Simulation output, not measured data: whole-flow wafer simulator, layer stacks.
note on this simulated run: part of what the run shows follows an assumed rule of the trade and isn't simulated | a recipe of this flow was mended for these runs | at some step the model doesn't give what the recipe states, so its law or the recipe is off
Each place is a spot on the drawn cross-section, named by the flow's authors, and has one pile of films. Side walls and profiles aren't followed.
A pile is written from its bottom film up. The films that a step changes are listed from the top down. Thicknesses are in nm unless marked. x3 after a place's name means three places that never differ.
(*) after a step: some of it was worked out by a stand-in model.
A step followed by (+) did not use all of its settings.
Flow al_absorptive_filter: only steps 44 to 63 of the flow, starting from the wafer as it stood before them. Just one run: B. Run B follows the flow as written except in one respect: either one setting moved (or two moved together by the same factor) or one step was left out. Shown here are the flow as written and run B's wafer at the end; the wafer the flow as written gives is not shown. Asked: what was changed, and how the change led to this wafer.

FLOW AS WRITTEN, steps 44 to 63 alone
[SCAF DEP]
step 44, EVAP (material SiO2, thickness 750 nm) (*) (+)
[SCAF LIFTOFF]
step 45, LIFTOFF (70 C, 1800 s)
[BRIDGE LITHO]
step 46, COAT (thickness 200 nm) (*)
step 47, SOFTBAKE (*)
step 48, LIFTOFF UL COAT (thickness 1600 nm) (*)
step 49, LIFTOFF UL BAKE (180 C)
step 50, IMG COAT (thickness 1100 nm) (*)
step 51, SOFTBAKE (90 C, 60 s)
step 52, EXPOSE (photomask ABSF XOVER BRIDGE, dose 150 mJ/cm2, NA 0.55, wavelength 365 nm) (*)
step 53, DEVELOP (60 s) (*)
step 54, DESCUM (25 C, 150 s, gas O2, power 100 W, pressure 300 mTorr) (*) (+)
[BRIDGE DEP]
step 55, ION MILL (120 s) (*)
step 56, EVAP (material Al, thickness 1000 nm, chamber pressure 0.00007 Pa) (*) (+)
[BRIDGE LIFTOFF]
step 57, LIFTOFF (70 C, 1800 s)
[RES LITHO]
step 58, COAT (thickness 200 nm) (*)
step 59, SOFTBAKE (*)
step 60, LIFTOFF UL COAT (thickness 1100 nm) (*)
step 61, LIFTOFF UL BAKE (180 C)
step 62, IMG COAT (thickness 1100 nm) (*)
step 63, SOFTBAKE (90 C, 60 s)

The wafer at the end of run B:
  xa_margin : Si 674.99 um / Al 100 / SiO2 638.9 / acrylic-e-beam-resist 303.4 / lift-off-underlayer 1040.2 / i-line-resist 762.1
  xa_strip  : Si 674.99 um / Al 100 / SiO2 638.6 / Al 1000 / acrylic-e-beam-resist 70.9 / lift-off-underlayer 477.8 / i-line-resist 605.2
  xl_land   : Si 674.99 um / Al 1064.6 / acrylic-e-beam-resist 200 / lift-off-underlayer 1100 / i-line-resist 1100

Cause: step 44, EVAP: thickness 660 nm was run, whereas the flow has thickness 750 nm; step 55, ION MILL: 105.6 s was run, where the flow has 120 s.

How this came from the change, step by step:
  step 44, EVAP (material SiO2, thickness 750 nm) (*) (+)
      gnd, pad_far, pad_near and 10 more: +660 SiO2 (new film) (as written it would have been: +750 SiO2 (new film))
      xa_margin: +638.9 SiO2 (new film) (as written it would have been: +726 SiO2 (new film))
  step 45, LIFTOFF (70 C, 1800 s)
      gnd, xa_field, xl_land, idc_field: -660 SiO2 (all of it), -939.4 i-line-resist (all of it), -1100 lift-off-underlayer (all of it), -200 acrylic-e-beam-resist (all of it) (as written it would have been: -750 SiO2 (all of it), -939.4 i-line-resist (all of it), -1100 lift-off-underlayer (all of it), -200 acrylic-e-beam-resist (all of it))
      pad_far: -660 SiO2 (all of it), -937 i-line-resist (all of it), -1092.7 lift-off-underlayer (all of it), -198.5 acrylic-e-beam-resist (all of it) (as written it would have been: -750 SiO2 (all of it), -937 i-line-resist (all of it), -1092.7 lift-off-underlayer (all of it), -198.5 acrylic-e-beam-resist (all of it))
      (and at 5 other places as well)
  step 46, COAT (thickness 200 nm) (*)
      xa_margin: +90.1 acrylic-e-beam-resist (new film) (as written it would have been: +87.1 acrylic-e-beam-resist (new film))
      xa_strip: +164 acrylic-e-beam-resist (new film) (as written it would have been: +156.7 acrylic-e-beam-resist (new film))
      (and at 2 other places as well)
  step 48, LIFTOFF UL COAT (thickness 1600 nm) (*)
      xa_margin: +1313 lift-off-underlayer (new film) (as written it would have been: +1268 lift-off-underlayer (new film))
      xa_strip: +1256.5 lift-off-underlayer (new film) (as written it would have been: +1219 lift-off-underlayer (new film))
      (and at 2 other places as well)
  step 50, IMG COAT (thickness 1100 nm) (*)
      xa_strip: +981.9 i-line-resist (new film) (as written it would have been: +962 i-line-resist (new film))
  step 53, DEVELOP (60 s) (*)
      xa_strip: -980.2 i-line-resist (all of it), -1256.5 lift-off-underlayer (all of it) (as written it would have been: -960.1 i-line-resist (all of it), -1219 lift-off-underlayer (all of it))
      xl_gap: -1016.5 i-line-resist (all of it), -1361.1 lift-off-underlayer (all of it) (as written it would have been: -1001.2 i-line-resist (all of it), -1316.9 lift-off-underlayer (all of it))
      (and at 1 other place as well)
  step 54, DESCUM (25 C, 150 s, gas O2, power 100 W, pressure 300 mTorr) (*) (+)
      xa_strip: -164 acrylic-e-beam-resist (all of it) (as written it would have been: -156.7 acrylic-e-beam-resist (all of it))
      xl_gap: -105.4 acrylic-e-beam-resist (all of it) (as written it would have been: -97.9 acrylic-e-beam-resist (all of it))
      (and at 1 other place as well)
  step 55, ION MILL (120 s) (*)
      gnd, pad_far, pad_near and 7 more: -23 i-line-resist (as written it would have been: -26.2 i-line-resist)
      xa_strip, xl_gap, xl_turn: -21.4 SiO2 (as written it would have been: -24.3 SiO2)
      (and at 1 other place as well)
  step 57, LIFTOFF (70 C, 1800 s)
      xa_margin: -1000 Al (all of it), -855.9 i-line-resist (all of it), -1313 lift-off-underlayer (all of it), -90.1 acrylic-e-beam-resist (all of it) (as written it would have been: -1000 Al (all of it), -836.1 i-line-resist (all of it), -1268 lift-off-underlayer (all of it), -87.1 acrylic-e-beam-resist (all of it))
  step 58, COAT (thickness 200 nm) (*)
      xa_margin: +303.4 acrylic-e-beam-resist (new film) (as written it would have been: +288.1 acrylic-e-beam-resist (new film))
      xa_strip: +70.9 acrylic-e-beam-resist (new film) (as written it would have been: +66.9 acrylic-e-beam-resist (new film))
      (and at 2 other places as well)
  step 60, LIFTOFF UL COAT (thickness 1100 nm) (*)
      xa_strip: +477.8 lift-off-underlayer (new film) (as written it would have been: +459.8 lift-off-underlayer (new film))
      xl_gap: +871.3 lift-off-underlayer (new film) (as written it would have been: +831.4 lift-off-underlayer (new film))
      (and at 1 other place as well)
  step 62, IMG COAT (thickness 1100 nm) (*)
      xa_margin: +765 i-line-resist (new film) (as written it would have been: +741.1 i-line-resist (new film))
      xa_strip: +609.9 i-line-resist (new film) (as written it would have been: +577.9 i-line-resist (new film))
      (and at 2 other places as well)
